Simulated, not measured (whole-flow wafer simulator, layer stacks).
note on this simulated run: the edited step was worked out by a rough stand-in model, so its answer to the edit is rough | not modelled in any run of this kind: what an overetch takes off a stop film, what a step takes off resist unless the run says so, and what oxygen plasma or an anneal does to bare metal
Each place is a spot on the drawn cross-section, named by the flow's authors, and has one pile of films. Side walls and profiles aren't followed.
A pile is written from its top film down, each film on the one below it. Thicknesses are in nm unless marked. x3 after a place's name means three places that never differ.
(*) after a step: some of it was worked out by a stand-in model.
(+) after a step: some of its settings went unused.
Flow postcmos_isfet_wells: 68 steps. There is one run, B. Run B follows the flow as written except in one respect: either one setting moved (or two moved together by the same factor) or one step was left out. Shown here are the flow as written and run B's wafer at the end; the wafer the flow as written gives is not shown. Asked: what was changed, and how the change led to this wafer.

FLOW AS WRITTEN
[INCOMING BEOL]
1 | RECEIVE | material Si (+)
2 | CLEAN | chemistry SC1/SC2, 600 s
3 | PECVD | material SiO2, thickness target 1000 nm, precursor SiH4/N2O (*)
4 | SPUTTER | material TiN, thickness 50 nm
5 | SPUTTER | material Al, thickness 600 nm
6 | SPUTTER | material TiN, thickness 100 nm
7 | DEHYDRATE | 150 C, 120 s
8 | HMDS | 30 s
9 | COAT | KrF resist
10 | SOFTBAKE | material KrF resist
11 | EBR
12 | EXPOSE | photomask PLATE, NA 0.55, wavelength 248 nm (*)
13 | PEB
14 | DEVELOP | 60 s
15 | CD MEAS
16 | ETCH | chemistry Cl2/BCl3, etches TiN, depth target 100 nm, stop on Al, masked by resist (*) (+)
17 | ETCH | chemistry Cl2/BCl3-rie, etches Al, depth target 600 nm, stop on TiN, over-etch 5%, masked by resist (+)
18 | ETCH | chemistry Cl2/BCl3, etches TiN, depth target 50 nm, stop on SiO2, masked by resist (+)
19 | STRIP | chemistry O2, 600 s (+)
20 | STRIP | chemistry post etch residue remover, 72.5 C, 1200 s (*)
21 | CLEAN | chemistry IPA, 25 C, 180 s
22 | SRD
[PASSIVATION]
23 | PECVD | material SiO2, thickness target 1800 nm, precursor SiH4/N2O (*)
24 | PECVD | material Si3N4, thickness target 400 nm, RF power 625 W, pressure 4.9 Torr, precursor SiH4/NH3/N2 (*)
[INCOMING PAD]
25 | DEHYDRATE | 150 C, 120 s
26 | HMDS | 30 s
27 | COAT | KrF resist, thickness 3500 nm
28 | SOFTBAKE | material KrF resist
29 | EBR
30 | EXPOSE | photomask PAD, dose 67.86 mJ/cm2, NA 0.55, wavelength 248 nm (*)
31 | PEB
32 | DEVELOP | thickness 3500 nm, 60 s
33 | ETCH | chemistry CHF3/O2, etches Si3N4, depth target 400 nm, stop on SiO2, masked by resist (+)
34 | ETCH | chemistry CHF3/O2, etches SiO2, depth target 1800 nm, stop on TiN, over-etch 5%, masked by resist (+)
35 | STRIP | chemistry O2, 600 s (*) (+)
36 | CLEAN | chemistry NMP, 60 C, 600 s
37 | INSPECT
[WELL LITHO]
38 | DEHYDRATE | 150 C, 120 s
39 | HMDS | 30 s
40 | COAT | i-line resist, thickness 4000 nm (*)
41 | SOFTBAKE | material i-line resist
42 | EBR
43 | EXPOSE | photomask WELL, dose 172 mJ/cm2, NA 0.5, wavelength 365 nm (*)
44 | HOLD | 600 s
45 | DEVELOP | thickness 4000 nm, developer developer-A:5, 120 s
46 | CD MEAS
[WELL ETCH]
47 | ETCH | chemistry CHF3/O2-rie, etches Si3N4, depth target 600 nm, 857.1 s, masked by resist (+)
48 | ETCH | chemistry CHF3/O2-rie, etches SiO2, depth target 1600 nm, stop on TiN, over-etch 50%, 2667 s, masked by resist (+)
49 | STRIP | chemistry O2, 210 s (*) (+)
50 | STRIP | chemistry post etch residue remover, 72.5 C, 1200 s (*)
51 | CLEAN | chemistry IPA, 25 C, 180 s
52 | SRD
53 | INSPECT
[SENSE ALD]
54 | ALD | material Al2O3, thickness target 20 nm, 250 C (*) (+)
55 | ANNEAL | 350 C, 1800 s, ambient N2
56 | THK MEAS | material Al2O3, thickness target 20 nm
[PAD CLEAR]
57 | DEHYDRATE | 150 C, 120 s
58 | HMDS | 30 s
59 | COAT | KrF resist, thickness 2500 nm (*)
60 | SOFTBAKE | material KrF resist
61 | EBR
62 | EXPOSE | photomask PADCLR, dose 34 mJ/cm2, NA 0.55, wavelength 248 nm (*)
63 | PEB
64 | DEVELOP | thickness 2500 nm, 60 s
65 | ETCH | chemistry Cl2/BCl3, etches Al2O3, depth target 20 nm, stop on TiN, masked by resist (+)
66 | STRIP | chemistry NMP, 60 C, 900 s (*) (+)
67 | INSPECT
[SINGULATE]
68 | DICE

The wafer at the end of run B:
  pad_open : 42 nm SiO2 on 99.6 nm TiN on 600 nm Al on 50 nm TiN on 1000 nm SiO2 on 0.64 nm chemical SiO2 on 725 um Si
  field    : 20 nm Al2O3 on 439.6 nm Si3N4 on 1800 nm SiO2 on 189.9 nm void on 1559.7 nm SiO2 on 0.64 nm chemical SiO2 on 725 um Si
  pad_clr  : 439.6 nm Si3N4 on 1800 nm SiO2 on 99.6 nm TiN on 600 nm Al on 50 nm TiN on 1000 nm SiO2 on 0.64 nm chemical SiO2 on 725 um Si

The reason: step 24, PECVD: thickness target 440 nm was run, while the flow as written has thickness target 400 nm.

Step by step, how the change led to this:
  24 | PECVD | material Si3N4, thickness target 400 nm, RF power 625 W, pressure 4.9 Torr, precursor SiH4/NH3/N2 (*)
      field, margin, well900, well1300 x3, pad_rim, pad_clr, pad_open: Si3N4 gains 440 (new film) (in the flow as written it would be: Si3N4 gains 400 (new film))
  33 | ETCH | chemistry CHF3/O2, etches Si3N4, depth target 400 nm, stop on SiO2, masked by resist (+)
      pad_open: Si3N4 loses 400 (in the flow as written it would be: Si3N4 loses 400 (all of it))
  34 | ETCH | chemistry CHF3/O2, etches SiO2, depth target 1800 nm, stop on TiN, over-etch 5%, masked by resist (+)
      pad_open: Si3N4 loses 40 (all of it), SiO2 loses 1758 (in the flow as written it would be: SiO2 loses 1800 (all of it))
  47 | ETCH | chemistry CHF3/O2-rie, etches Si3N4, depth target 600 nm, 857.1 s, masked by resist (+)
      well900, well1300 x3: Si3N4 loses 440 (all of it), SiO2 loses 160 (in the flow as written it would be: Si3N4 loses 400 (all of it), SiO2 loses 200)
  48 | ETCH | chemistry CHF3/O2-rie, etches SiO2, depth target 1600 nm, stop on TiN, over-etch 50%, 2667 s, masked by resist (+)
      well900, well1300 x3: SiO2 loses 1640 (all of it) (in the flow as written it would be: SiO2 loses 1600 (all of it))
